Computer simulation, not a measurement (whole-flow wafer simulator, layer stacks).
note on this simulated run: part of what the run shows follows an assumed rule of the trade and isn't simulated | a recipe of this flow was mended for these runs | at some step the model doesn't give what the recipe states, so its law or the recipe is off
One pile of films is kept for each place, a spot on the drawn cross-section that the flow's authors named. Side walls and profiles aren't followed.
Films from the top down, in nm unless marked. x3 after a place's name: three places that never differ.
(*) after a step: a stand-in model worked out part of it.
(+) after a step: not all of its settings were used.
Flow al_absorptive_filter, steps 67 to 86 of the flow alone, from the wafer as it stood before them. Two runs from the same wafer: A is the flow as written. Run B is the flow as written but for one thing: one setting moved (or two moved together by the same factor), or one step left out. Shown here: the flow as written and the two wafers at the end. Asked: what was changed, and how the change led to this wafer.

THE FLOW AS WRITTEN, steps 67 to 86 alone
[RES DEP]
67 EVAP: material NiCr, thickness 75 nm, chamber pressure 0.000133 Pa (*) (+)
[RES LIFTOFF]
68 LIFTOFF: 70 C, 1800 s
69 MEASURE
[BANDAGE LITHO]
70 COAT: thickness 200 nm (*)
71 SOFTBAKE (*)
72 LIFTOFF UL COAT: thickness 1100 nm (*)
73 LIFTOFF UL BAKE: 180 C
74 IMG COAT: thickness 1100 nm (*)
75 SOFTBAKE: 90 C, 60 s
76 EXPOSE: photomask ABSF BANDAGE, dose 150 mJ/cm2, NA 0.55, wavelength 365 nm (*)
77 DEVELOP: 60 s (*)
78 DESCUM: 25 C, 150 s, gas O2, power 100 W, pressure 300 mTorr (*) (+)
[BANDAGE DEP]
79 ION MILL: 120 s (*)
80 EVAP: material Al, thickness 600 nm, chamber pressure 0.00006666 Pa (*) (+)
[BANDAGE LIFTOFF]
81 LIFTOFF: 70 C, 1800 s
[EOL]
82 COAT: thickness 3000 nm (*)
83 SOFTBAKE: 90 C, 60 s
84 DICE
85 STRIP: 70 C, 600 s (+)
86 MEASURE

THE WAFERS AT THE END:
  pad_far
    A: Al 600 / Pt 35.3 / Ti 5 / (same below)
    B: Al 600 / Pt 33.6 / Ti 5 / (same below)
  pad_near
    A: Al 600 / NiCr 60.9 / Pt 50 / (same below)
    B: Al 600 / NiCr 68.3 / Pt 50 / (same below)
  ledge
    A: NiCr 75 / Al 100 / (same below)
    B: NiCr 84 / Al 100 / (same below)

The cause: step 67, EVAP: thickness 84 nm was run, where the flow has thickness 75 nm; step 79, ION MILL: 134 s was run, where the flow has 120 s.
It can be read off the wafer: ledge has NiCr 84, and step 67 as written asks for 75 nm.

How the change led to this, step by step:
  67 EVAP: material NiCr, thickness 75 nm, chamber pressure 0.000133 Pa (*) (+)
      gnd, pad_far, ledge and 9 more: A NiCr +75 (new film) | B NiCr +84 (new film)
      pad_near, res: A NiCr +74.2 (new film) | B NiCr +83.1 (new film)
  68 LIFTOFF: 70 C, 1800 s
      xa_field, xl_land, idc_field: A NiCr -75 (all of it), i-line-resist -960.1 (all of it), lift-off-underlayer -1100 (all of it), acrylic-e-beam-resist -200 (all of it) | B NiCr -84 (all of it), i-line-resist -960.1 (all of it), lift-off-underlayer -1100 (all of it), acrylic-e-beam-resist -200 (all of it)
      gnd: A NiCr -75 (all of it), i-line-resist -959.5 (all of it), lift-off-underlayer -1100.9 (all of it), acrylic-e-beam-resist -200.6 (all of it) | B NiCr -84 (all of it), i-line-resist -959.5 (all of it), lift-off-underlayer -1100.9 (all of it), acrylic-e-beam-resist -200.6 (all of it)
      (and at 7 more places)
  79 ION MILL: 120 s (*)
      gnd, ledge, res and 9 more: A i-line-resist -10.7 | B i-line-resist -11.9
      pad_far: A Pt -14.7 | B Pt -16.4
      (and at 1 more place)
  83 SOFTBAKE: 90 C, 60 s
      ledge: A i-line-resist -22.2 | B i-line-resist -22.8
      res: A i-line-resist -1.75 | B i-line-resist -2.53
